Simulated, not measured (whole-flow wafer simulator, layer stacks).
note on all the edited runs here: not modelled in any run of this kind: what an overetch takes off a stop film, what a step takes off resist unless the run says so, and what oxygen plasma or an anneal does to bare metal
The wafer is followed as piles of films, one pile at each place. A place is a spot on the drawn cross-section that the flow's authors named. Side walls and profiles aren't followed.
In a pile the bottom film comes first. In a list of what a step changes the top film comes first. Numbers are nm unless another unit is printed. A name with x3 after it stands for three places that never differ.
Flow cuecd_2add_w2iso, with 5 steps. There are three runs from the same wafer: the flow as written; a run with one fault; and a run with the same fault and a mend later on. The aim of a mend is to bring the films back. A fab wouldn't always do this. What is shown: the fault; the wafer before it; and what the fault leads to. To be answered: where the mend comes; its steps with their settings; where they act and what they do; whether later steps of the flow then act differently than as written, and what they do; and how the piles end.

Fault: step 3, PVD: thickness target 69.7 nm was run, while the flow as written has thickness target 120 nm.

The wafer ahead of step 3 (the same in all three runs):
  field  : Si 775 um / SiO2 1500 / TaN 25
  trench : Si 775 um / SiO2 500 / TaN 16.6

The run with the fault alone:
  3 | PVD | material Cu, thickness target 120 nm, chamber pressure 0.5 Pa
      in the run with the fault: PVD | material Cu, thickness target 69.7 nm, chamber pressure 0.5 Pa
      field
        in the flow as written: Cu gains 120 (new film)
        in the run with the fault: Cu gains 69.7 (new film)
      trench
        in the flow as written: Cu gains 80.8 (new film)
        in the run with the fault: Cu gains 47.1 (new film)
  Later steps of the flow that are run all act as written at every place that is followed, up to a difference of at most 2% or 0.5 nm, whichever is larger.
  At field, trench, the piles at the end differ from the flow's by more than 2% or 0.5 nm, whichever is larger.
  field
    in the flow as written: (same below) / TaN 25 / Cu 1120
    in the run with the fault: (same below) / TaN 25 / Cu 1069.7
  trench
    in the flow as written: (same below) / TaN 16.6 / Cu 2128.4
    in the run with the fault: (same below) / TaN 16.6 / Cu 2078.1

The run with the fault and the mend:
  The mend follows step 3.
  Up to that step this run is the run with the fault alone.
  3a | ETCH | chemistry cu recess dil, depth target 80.24 nm
      field
        Cu loses 69.7 (all of it)
      trench
        Cu loses 47.1 (all of it)
  3b | PVD | material Cu, thickness target 120 nm, chamber pressure 0.5 Pa (a further turn of the flow's step 3)
      field
        Cu gains 120 (new film)
      trench
        Cu gains 80.8 (new film)
  Later steps of the flow that are run all act as written at every place that is followed.
  By the end, the piles equal the flow's at every place that both follow.
